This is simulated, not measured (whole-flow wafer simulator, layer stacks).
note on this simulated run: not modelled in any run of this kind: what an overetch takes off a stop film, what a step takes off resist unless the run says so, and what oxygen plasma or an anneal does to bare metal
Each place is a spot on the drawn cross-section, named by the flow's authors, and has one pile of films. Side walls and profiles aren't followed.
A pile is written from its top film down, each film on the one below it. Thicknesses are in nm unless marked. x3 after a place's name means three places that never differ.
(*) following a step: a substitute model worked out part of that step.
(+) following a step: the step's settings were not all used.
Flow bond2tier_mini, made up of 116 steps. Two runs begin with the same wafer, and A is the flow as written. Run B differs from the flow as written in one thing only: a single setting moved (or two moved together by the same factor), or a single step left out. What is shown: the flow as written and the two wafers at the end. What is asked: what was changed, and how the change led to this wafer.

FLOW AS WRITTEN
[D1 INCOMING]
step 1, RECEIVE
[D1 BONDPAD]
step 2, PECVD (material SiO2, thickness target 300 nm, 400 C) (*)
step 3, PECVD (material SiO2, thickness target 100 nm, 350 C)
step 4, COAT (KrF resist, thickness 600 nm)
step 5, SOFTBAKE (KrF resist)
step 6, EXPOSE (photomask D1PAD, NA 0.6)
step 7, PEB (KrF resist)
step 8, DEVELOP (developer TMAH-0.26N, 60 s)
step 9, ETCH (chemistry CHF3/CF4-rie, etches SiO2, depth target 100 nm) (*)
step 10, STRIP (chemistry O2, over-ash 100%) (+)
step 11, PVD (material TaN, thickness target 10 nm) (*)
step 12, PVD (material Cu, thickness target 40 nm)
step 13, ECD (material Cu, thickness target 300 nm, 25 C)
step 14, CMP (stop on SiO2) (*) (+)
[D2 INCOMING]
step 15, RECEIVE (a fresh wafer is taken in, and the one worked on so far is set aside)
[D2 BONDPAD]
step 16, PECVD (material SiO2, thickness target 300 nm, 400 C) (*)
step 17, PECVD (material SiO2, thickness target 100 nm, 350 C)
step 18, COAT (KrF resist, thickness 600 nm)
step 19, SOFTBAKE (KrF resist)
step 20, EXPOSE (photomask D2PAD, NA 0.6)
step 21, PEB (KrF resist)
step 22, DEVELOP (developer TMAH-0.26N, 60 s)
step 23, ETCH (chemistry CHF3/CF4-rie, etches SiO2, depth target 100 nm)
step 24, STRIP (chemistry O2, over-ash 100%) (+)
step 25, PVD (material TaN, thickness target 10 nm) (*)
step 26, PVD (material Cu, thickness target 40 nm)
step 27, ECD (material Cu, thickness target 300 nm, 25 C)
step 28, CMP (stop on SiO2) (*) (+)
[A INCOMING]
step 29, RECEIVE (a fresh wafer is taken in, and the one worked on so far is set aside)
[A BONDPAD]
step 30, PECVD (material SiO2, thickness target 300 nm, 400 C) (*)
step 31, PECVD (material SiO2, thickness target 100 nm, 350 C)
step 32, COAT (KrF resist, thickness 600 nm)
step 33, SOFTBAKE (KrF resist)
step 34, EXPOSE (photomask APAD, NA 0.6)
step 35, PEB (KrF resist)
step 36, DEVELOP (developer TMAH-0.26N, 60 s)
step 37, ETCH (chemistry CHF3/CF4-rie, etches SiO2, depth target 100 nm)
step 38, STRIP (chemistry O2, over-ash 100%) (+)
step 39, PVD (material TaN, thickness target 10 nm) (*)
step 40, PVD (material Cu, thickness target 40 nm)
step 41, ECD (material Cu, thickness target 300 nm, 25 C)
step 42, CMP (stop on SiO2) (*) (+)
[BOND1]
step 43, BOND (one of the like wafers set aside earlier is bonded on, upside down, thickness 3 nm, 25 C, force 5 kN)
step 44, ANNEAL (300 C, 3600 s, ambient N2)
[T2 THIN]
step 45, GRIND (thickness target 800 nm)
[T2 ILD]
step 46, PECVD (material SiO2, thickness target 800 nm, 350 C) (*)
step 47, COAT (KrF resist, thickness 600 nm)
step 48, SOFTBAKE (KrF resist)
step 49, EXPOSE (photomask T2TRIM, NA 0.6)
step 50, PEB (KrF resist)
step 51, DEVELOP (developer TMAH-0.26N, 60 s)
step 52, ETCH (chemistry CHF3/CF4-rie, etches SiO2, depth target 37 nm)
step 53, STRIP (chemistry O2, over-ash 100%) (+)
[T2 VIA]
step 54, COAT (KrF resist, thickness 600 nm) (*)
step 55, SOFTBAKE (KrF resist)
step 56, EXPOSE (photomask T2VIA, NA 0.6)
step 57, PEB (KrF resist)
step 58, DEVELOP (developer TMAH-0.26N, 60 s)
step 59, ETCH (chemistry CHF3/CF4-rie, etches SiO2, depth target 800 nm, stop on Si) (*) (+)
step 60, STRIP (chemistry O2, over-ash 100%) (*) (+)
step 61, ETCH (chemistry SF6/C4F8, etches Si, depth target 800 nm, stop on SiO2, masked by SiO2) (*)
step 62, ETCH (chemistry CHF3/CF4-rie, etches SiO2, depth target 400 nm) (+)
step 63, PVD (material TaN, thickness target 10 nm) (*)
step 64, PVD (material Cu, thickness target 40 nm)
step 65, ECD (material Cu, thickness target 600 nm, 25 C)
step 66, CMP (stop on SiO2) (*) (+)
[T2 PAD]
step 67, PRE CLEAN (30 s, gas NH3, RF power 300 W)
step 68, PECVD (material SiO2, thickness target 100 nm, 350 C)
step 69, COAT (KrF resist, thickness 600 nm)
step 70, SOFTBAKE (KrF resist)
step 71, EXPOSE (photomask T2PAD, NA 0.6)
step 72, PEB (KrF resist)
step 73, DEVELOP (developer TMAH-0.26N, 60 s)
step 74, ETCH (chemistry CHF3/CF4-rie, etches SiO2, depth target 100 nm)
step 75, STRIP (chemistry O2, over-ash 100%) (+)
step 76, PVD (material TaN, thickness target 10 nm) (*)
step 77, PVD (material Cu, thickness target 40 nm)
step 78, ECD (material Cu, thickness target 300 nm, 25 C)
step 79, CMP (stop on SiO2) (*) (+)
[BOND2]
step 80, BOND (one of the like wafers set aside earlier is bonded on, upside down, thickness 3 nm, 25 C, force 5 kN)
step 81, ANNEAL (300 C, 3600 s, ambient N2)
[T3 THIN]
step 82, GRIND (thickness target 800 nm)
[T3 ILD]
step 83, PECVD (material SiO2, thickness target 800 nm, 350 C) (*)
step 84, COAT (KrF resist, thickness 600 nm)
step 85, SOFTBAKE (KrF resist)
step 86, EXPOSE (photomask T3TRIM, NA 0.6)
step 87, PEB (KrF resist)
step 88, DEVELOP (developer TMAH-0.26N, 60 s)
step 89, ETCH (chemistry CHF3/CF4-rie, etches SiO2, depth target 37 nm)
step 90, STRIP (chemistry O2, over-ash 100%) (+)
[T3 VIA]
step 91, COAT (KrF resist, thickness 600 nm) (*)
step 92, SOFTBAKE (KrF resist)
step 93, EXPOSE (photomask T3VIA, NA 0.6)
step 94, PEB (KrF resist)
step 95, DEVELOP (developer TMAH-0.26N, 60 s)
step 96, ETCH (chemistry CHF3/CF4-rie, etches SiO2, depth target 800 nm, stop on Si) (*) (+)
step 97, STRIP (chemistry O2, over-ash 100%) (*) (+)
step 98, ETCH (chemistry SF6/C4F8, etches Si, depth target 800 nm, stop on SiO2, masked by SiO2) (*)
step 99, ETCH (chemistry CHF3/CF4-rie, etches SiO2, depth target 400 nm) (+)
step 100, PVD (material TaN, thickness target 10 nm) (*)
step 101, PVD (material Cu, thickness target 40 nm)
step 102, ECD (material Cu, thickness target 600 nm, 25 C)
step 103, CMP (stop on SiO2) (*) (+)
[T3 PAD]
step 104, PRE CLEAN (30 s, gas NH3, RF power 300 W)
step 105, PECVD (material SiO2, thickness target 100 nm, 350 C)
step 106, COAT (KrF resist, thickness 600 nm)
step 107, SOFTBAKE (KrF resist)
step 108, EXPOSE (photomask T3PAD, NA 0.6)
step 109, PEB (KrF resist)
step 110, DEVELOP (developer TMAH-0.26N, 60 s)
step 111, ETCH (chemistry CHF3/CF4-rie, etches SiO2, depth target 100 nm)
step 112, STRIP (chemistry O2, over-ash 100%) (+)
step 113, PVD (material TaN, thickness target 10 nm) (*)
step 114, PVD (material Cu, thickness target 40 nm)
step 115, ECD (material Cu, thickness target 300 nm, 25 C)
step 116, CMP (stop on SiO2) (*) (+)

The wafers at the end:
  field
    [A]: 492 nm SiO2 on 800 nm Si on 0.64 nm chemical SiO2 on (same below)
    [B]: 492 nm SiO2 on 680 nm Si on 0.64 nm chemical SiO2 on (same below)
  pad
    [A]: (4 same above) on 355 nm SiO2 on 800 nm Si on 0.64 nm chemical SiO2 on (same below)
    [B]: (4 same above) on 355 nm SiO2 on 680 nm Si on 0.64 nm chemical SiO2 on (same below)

Cause: step 82, GRIND: thickness target 680 nm was run, though the flow has thickness target 800 nm.
The wafer lets one read it off: field has Si 680, and step 82 as written asks for 800 nm.

Step by step, how the change led to this:
  step 82, GRIND (thickness target 800 nm)
      field, pad: A -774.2 um Si | B -774.32 um Si
